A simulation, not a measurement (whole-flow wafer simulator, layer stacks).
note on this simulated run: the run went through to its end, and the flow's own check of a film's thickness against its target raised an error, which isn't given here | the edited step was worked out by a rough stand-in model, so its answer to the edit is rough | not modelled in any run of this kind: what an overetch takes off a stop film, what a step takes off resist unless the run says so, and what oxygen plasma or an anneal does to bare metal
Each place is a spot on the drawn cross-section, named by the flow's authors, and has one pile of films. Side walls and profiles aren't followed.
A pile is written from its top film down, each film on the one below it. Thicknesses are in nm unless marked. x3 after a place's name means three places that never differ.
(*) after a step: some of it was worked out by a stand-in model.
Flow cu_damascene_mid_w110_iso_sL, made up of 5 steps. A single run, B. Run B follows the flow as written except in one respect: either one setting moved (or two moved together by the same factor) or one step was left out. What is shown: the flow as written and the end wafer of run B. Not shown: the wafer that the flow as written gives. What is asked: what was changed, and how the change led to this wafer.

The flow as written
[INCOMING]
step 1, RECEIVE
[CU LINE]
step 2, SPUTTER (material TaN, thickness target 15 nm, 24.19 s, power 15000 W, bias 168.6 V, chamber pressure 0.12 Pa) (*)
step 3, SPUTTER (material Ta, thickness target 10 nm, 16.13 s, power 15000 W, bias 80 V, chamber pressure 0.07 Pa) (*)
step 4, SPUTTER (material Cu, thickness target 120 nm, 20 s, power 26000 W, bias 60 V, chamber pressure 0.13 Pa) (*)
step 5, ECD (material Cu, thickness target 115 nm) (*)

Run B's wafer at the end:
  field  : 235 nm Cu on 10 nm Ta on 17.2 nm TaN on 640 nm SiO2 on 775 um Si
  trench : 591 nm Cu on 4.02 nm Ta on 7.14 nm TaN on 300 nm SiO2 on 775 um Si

What caused this: step 2, SPUTTER: thickness target 17.2 nm was run, whereas the flow has thickness target 15 nm; step 2, SPUTTER: 27.82 s was run, where the flow has 24.19 s.
One can read it off the wafer: field has TaN 17.2, and step 2 as written asks for 15 nm.

How this came from the change, step by step:
  step 2, SPUTTER (material TaN, thickness target 15 nm, 24.19 s, power 15000 W, bias 168.6 V, chamber pressure 0.12 Pa) (*)
      field: TaN gains 17.2 (new film) (as written it would have been: TaN gains 15 (new film))
      trench: TaN gains 7.14 (new film) (as written it would have been: TaN gains 6.23 (new film))
